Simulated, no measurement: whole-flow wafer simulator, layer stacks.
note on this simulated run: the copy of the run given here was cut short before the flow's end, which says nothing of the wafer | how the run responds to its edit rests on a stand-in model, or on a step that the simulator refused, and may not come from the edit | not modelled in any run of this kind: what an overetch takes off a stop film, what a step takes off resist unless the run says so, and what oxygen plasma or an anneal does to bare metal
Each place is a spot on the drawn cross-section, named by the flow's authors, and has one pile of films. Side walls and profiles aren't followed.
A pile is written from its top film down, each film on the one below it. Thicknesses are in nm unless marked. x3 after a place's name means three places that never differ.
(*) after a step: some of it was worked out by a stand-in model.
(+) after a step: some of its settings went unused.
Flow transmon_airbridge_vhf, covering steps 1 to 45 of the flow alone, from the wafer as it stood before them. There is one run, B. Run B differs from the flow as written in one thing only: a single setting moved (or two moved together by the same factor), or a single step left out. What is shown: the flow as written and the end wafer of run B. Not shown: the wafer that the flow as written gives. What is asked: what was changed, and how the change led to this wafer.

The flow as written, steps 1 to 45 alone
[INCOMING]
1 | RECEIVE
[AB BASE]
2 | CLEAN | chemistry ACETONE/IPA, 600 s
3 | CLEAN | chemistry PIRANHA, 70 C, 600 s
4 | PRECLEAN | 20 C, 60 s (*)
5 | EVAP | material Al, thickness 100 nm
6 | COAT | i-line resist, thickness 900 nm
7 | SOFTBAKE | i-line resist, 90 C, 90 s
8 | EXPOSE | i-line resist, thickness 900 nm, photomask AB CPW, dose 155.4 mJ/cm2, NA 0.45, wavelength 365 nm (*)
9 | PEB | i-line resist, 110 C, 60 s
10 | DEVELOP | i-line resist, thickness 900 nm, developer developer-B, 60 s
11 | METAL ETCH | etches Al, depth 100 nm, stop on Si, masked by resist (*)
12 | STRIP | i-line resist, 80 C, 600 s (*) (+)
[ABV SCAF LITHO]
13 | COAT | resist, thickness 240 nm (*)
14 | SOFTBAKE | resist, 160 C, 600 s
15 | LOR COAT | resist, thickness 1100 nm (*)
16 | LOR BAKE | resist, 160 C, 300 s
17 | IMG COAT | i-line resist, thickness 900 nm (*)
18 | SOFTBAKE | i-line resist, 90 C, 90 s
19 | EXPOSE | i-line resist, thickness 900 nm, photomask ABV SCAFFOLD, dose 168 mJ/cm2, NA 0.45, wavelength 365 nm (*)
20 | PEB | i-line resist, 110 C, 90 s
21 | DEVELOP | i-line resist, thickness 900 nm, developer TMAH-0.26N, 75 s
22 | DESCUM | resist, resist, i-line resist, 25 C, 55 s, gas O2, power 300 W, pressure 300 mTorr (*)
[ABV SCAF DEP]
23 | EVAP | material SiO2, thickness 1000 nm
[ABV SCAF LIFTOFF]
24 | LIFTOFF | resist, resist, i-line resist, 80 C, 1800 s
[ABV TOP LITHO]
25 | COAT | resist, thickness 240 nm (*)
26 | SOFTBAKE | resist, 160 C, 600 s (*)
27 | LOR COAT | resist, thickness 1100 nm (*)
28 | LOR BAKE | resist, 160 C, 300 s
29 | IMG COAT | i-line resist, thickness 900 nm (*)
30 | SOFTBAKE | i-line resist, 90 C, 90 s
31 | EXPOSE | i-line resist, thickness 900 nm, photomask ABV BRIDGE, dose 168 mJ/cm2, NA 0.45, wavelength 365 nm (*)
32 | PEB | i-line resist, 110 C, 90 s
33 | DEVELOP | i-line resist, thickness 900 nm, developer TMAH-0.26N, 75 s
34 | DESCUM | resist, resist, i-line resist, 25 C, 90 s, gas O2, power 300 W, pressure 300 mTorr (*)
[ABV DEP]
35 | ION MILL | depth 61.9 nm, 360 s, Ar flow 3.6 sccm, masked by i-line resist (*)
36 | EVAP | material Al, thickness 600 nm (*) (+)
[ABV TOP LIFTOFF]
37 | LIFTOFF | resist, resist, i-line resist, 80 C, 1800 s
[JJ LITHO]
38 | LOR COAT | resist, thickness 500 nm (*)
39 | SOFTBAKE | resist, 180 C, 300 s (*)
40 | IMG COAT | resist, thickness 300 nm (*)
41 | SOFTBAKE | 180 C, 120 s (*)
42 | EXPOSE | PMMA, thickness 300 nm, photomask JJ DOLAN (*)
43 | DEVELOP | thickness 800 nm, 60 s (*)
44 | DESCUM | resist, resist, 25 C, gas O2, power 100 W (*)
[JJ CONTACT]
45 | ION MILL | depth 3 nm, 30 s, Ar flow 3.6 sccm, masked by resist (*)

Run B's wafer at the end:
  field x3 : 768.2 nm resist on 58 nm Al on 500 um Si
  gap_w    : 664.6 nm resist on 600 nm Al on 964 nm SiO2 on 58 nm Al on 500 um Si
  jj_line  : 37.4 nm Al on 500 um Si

What caused this: step 5, EVAP: thickness 158 nm was run, though the flow has thickness 100 nm.

How this came from the change, step by step:
  5 | EVAP | material Al, thickness 100 nm
      field x3, jj_line, ground_far and 12 more: +158 Al (new film) (it would be, as written: +100 Al (new film))
  11 | METAL ETCH | etches Al, depth 100 nm, stop on Si, masked by resist (*)
      field x3, jj_line, gap_w, gap_e: -100 Al (it would be, as written: -100 Al (all of it))
  45 | ION MILL | depth 3 nm, 30 s, Ar flow 3.6 sccm, masked by resist (*)
      jj_line: -20.6 Al (it would be, as written: -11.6 Si)
Taking metal films that touch as one body, field x3 has 1 body; the flow as written gives 0 bodies.
Taking metal films that touch as one body, gap_w has 2 bodies (between them, from the top down: SiO2 964); the flow as written gives 1 body.
Taking metal films that touch as one body, jj_line has 1 body; the flow as written gives 0 bodies.
